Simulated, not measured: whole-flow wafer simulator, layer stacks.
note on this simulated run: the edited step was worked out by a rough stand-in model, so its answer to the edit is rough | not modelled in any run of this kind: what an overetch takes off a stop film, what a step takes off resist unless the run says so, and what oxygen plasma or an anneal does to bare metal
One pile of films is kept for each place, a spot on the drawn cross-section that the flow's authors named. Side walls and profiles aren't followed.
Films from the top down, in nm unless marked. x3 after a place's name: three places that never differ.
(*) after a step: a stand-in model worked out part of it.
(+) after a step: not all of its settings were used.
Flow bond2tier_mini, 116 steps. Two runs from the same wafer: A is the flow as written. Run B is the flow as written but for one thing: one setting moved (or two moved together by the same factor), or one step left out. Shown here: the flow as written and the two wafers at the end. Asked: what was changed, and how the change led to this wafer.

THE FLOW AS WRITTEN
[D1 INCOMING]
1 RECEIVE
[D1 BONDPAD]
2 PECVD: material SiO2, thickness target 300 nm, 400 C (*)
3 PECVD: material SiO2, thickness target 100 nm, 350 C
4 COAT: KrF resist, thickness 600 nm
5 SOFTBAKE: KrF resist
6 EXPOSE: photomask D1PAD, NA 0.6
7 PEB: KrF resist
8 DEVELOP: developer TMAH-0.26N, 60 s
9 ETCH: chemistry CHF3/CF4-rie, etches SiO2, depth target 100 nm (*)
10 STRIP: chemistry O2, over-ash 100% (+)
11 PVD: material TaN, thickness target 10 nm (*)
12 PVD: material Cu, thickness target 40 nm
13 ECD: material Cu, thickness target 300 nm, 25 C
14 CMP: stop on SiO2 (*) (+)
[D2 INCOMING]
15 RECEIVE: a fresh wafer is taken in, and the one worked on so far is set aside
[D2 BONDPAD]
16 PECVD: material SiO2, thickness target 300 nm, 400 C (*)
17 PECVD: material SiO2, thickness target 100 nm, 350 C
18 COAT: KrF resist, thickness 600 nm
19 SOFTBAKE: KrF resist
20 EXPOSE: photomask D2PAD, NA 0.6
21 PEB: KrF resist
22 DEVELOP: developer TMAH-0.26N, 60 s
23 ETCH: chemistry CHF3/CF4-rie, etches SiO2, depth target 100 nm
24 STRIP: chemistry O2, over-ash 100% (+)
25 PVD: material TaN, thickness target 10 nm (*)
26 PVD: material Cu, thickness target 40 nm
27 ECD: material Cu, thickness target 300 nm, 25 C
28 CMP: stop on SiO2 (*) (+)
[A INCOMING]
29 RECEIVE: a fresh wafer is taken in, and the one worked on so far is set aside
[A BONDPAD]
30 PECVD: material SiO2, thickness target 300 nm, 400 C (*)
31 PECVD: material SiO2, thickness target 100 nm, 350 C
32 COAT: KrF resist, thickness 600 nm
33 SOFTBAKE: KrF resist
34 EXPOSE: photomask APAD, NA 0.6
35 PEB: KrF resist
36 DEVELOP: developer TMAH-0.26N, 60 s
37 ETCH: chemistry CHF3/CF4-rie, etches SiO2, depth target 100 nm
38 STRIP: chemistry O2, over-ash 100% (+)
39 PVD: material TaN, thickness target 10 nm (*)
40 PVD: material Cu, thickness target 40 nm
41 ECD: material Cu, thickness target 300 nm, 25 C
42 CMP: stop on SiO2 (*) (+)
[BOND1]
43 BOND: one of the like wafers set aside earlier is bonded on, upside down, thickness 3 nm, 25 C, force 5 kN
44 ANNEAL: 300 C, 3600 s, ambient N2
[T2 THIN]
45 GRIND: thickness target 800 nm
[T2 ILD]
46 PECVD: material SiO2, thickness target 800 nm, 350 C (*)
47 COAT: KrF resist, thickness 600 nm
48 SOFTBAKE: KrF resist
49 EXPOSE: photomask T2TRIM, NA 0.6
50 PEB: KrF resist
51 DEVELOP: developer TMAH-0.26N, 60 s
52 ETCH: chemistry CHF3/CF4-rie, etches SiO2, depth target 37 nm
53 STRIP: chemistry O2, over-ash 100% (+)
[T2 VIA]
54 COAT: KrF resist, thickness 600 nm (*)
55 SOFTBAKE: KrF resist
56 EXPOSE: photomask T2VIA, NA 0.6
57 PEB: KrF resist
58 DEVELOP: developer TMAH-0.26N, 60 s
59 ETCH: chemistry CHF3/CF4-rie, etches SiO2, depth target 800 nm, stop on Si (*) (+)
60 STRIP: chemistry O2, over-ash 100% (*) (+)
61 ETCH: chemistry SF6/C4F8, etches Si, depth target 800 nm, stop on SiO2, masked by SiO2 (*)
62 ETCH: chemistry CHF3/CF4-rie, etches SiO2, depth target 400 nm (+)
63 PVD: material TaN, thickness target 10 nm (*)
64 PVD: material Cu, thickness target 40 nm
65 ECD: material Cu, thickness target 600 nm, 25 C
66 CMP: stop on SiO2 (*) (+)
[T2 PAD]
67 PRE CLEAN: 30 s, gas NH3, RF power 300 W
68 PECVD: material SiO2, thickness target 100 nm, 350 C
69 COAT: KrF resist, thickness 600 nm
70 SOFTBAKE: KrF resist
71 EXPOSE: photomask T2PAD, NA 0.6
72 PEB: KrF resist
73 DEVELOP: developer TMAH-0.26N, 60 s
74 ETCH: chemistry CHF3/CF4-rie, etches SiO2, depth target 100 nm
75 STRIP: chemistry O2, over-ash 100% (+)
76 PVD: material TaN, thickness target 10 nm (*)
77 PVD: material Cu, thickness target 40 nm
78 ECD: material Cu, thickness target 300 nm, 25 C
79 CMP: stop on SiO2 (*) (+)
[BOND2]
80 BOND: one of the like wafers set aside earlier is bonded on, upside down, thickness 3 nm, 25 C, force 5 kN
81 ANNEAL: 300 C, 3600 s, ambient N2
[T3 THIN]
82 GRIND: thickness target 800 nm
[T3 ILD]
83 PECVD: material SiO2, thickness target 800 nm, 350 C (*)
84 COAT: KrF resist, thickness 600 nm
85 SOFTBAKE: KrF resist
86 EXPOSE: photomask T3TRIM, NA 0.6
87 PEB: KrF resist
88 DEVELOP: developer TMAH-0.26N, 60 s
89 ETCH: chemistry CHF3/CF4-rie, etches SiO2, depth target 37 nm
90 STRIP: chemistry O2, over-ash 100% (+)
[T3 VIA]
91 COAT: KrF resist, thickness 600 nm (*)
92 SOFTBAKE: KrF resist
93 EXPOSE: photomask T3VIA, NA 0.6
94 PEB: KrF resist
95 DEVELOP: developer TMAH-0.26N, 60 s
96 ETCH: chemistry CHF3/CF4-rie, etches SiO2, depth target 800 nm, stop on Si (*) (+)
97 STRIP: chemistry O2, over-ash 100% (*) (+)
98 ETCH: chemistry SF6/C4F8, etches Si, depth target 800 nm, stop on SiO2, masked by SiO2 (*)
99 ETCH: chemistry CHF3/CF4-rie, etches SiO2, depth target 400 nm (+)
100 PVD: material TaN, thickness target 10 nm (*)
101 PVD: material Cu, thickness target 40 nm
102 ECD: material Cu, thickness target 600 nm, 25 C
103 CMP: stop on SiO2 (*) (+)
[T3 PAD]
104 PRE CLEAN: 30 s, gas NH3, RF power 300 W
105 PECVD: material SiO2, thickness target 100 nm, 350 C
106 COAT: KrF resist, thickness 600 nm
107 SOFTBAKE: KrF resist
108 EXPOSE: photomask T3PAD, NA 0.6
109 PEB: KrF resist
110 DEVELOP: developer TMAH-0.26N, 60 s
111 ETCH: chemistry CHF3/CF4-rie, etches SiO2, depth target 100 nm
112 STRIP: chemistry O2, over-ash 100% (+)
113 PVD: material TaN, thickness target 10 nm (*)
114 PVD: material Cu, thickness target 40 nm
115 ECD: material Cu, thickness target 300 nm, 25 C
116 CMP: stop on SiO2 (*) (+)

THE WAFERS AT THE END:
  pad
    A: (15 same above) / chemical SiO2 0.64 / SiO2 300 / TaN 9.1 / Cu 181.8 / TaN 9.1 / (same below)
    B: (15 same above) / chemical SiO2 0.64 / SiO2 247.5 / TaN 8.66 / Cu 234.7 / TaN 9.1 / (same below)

The cause: step 9, ETCH: depth target 152.5 nm was run, where the flow has depth target 100 nm.

How the change led to this, step by step:
  9 ETCH: chemistry CHF3/CF4-rie, etches SiO2, depth target 100 nm (*)
      pad, via: A SiO2 -100 | B SiO2 -152.5
      field: A KrF resist -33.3 | B KrF resist -50.8
  10 STRIP: chemistry O2, over-ash 100% (+)
      field: A KrF resist -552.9 (all of it) | B KrF resist -535.4 (all of it)
  12 PVD: material Cu, thickness target 40 nm
      pad: A Cu +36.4 (new film) | B Cu +34.7 (new film)
  13 ECD: material Cu, thickness target 300 nm, 25 C
      pad: A Cu +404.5 | B Cu +459.2
      via: A Cu +400.2 | B Cu +453
  43 BOND: one of the like wafers set aside earlier is bonded on, upside down, thickness 3 nm, 25 C, force 5 kN
      pad: A Si +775 um (new film), chemical SiO2 +0.64 (new film), SiO2 +300 (new film), TaN +9.1 (new film), Cu +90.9 | B Si +775 um (new film), chemical SiO2 +0.64 (new film), SiO2 +247.5 (new film), TaN +8.66 (new film), Cu +143.8
      via: A Si +775 um (new film), chemical SiO2 +0.64 (new film), SiO2 +300 (new film), TaN +9.97 (new film), Cu +90 | B Si +775 um (new film), chemical SiO2 +0.64 (new film), SiO2 +247.5 (new film), TaN +9.9 (new film), Cu +142.6
